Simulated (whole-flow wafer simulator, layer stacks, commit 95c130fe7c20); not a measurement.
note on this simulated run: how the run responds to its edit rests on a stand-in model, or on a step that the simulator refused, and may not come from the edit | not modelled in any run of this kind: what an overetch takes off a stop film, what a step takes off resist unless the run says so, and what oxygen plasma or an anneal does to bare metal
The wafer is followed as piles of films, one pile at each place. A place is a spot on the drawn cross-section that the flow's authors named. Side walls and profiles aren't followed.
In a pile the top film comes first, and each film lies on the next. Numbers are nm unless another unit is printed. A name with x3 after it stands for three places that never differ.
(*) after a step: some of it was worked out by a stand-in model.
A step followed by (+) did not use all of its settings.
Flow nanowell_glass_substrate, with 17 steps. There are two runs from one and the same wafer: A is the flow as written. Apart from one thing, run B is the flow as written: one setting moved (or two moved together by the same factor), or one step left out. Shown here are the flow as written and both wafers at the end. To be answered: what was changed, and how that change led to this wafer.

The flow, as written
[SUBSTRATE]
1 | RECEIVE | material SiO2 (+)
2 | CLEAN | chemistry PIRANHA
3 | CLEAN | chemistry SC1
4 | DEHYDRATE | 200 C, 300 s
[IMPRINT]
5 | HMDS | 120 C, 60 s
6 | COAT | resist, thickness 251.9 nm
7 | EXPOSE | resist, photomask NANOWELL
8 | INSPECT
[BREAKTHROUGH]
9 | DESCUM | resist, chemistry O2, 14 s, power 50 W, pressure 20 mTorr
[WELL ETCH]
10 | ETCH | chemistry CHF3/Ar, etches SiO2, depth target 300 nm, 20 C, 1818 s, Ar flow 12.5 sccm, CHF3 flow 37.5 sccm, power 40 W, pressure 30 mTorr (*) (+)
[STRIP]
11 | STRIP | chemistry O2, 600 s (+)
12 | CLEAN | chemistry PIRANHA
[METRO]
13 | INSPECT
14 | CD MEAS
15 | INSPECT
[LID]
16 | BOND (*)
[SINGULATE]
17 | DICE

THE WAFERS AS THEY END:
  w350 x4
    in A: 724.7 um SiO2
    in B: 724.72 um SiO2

The reason: step 6, COAT: thickness 289.7 nm was run, whereas the flow has thickness 251.9 nm.

Step by step, how the change led to this:
  6 | COAT | resist, thickness 251.9 nm
      land, w350 x4: A +251.9 resist (new film) | B +289.7 resist (new film)
  7 | EXPOSE | resist, photomask NANOWELL
      land: A +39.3 resist | B +35.9 resist
  9 | DESCUM | resist, chemistry O2, 14 s, power 50 W, pressure 20 mTorr
      w350 x4: A -18.2 resist (all of it) | B -34.9 resist
  10 | ETCH | chemistry CHF3/Ar, etches SiO2, depth target 300 nm, 20 C, 1818 s, Ar flow 12.5 sccm, CHF3 flow 37.5 sccm, power 40 W, pressure 30 mTorr (*) (+)
      w350 x4: A -300 SiO2 | B -17.7 resist (all of it), -281.7 SiO2
  11 | STRIP | chemistry O2, 600 s (+)
      land: A -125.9 resist (all of it) | B -160.3 resist (all of it)
